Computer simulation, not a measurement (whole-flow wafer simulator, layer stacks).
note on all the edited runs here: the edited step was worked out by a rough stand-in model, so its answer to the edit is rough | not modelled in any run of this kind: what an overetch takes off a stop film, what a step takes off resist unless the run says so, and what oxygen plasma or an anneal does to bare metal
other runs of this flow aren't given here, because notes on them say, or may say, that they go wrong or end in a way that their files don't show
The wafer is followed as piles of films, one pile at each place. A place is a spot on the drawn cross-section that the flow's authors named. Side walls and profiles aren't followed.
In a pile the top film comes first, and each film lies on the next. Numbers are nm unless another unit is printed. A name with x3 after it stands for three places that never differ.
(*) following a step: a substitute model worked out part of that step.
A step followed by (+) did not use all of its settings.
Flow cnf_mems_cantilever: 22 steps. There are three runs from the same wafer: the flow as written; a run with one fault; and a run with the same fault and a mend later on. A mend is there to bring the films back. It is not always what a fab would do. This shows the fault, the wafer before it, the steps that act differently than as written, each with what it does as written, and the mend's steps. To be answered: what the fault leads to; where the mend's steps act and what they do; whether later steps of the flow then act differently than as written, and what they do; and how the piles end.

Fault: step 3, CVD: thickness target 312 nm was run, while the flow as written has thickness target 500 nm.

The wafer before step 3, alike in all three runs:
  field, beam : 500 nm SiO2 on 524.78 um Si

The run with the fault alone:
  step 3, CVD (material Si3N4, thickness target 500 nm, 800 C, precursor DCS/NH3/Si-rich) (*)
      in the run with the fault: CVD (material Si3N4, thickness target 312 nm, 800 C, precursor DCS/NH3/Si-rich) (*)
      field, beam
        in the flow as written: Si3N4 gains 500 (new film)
        in the run with the fault: Si3N4 gains 312 (new film)
  Steps later in the flow that act otherwise than as written:
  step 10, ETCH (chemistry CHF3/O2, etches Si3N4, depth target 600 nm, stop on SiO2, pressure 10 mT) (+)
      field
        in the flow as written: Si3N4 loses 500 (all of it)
        in the run with the fault: Si3N4 loses 312 (all of it)
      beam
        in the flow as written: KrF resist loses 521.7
        in the run with the fault: KrF resist loses 407
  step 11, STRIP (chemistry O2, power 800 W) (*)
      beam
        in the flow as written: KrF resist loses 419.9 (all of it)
        in the run with the fault: KrF resist loses 534.7 (all of it)
  At beam, the piles at the end differ from the flow's by more than 2% or 0.5 nm, whichever is larger.
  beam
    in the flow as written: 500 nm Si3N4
    in the run with the fault: 312 nm Si3N4

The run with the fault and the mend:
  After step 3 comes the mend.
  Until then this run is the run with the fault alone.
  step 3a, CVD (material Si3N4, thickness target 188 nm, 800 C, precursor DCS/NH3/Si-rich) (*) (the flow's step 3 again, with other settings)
      field, beam
        Si3N4 gains 188
  None of the later steps of the flow acts differently than as written at any place that is followed.
  By the end, the piles equal the flow's at every place that both follow.
